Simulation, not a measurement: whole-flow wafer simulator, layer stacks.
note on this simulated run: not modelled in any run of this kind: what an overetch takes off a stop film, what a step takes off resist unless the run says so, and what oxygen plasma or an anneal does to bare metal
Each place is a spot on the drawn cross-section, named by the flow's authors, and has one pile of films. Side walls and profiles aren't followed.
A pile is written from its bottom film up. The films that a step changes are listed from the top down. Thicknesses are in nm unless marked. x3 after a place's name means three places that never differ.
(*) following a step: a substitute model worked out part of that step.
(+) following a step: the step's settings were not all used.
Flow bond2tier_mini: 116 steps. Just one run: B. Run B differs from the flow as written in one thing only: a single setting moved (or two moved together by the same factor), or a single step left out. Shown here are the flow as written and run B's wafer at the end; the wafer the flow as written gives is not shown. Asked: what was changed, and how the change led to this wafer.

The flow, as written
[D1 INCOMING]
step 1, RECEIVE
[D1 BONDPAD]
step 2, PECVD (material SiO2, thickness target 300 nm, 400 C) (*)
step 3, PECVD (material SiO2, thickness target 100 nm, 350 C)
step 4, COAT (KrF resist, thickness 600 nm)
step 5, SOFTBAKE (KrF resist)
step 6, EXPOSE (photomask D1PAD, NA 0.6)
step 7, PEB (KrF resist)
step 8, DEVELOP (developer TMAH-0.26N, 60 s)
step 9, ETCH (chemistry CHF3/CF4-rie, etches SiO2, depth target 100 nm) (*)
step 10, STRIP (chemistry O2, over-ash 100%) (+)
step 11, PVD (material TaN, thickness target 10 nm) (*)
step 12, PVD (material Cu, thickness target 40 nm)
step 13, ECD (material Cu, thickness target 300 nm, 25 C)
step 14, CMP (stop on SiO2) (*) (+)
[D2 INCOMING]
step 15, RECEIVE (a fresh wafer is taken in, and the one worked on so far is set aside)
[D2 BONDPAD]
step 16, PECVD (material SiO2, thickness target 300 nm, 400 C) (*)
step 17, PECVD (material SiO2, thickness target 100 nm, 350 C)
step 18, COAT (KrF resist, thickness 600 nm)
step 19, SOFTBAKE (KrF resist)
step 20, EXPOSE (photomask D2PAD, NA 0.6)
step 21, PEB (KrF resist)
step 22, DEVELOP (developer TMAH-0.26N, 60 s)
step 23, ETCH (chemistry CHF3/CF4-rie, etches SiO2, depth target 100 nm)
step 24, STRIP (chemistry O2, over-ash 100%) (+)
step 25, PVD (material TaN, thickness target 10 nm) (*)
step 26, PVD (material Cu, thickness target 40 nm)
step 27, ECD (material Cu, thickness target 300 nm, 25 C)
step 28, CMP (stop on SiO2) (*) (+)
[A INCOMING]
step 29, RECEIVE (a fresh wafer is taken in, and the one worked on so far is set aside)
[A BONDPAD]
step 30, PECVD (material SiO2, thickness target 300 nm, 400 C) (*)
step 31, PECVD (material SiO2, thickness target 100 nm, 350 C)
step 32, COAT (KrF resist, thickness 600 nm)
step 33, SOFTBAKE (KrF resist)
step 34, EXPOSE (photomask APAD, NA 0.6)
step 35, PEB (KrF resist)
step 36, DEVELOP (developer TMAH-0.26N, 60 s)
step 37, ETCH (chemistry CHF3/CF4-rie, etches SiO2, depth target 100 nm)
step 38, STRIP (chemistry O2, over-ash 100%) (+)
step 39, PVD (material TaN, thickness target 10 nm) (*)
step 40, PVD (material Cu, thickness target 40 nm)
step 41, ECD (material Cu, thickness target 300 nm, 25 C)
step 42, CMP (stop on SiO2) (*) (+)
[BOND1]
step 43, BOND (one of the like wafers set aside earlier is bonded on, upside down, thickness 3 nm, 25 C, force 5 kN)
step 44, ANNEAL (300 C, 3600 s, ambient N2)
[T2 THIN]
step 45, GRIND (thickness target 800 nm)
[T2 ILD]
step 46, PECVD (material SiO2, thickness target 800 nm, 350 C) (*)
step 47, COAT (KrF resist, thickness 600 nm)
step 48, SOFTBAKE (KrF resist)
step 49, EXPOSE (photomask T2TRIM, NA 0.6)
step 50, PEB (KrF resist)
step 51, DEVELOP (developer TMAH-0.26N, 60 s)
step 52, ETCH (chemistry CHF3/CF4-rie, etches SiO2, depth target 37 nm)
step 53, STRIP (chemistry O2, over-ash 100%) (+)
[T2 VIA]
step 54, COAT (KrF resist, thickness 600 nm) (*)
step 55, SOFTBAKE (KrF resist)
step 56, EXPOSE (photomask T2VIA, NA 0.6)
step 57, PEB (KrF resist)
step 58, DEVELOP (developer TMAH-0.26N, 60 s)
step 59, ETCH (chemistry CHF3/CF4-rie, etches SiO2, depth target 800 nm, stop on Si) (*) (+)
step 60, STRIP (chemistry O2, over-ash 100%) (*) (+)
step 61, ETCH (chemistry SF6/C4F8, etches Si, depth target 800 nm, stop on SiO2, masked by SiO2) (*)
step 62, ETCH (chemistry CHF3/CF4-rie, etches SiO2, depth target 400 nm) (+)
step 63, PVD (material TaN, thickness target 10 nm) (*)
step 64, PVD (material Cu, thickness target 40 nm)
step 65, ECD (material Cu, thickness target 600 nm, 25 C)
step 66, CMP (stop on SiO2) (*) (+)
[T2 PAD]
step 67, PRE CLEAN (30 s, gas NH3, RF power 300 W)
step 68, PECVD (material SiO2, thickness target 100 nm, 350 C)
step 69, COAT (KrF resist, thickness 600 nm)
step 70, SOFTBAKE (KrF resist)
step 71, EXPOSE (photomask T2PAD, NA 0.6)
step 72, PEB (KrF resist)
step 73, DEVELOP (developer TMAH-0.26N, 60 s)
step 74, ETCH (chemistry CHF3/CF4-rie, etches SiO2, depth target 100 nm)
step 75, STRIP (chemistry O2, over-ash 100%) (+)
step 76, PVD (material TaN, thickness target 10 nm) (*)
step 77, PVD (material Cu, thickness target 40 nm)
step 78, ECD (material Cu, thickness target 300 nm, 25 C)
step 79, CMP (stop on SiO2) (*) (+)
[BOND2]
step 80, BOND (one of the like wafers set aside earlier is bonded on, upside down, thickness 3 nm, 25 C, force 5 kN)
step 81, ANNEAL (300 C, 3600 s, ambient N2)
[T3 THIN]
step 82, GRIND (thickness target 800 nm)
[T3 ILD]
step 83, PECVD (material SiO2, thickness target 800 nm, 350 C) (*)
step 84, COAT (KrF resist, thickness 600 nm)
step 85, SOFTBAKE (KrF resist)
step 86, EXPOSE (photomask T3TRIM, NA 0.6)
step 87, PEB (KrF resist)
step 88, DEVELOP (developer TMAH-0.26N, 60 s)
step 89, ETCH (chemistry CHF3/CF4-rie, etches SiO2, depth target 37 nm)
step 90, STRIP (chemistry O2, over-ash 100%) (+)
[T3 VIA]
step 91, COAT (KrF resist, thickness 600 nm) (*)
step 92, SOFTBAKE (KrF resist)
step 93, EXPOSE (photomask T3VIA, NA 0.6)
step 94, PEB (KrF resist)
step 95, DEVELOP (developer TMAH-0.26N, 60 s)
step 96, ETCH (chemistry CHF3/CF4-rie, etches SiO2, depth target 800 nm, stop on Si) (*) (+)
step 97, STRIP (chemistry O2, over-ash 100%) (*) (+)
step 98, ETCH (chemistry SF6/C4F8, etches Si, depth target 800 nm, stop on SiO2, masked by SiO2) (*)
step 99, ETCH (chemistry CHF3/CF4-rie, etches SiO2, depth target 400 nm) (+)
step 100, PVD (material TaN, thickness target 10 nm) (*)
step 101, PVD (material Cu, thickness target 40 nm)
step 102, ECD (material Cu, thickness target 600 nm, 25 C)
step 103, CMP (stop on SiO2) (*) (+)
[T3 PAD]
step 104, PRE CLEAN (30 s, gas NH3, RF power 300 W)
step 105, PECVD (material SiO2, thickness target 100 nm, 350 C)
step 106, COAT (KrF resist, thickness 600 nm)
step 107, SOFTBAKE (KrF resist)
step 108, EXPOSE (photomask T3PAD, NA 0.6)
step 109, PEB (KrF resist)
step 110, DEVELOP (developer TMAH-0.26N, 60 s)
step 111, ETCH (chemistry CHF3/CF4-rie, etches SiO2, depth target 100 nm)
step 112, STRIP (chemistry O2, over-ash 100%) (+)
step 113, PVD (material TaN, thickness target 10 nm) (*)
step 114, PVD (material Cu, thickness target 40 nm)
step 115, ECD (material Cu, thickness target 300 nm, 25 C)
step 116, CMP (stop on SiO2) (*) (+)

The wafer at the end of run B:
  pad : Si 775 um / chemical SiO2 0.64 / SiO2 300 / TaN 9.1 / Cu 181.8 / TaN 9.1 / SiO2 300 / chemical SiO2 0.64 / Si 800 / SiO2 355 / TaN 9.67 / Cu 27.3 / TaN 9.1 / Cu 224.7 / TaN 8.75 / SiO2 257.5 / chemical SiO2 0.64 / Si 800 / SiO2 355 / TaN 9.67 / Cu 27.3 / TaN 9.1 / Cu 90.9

The reason: step 23, ETCH: depth target 142.5 nm was run, whereas the flow has depth target 100 nm.

Step by step, how the change led to this:
  step 23, ETCH (chemistry CHF3/CF4-rie, etches SiO2, depth target 100 nm)
      pad, via: SiO2 loses 142.5 (it would be, as written: SiO2 loses 100)
      field: KrF resist loses 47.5 (it would be, as written: KrF resist loses 33.3)
  step 24, STRIP (chemistry O2, over-ash 100%) (+)
      field: KrF resist loses 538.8 (all of it) (it would be, as written: KrF resist loses 552.9 (all of it))
  step 26, PVD (material Cu, thickness target 40 nm)
      pad: Cu gains 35 (new film) (it would be, as written: Cu gains 36.4 (new film))
  step 27, ECD (material Cu, thickness target 300 nm, 25 C)
      pad: Cu gains 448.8 (it would be, as written: Cu gains 404.5)
      via: Cu gains 443 (it would be, as written: Cu gains 400.2)
  step 80, BOND (one of the like wafers set aside earlier is bonded on, upside down, thickness 3 nm, 25 C, force 5 kN)
      pad: Si gains 775 um (new film), chemical SiO2 gains 0.64 (new film), SiO2 gains 257.5 (new film), TaN gains 8.75 (new film), Cu gains 133.8 (it would be, as written: Si gains 775 um (new film), chemical SiO2 gains 0.64 (new film), SiO2 gains 300 (new film), TaN gains 9.1 (new film), Cu gains 90.9)
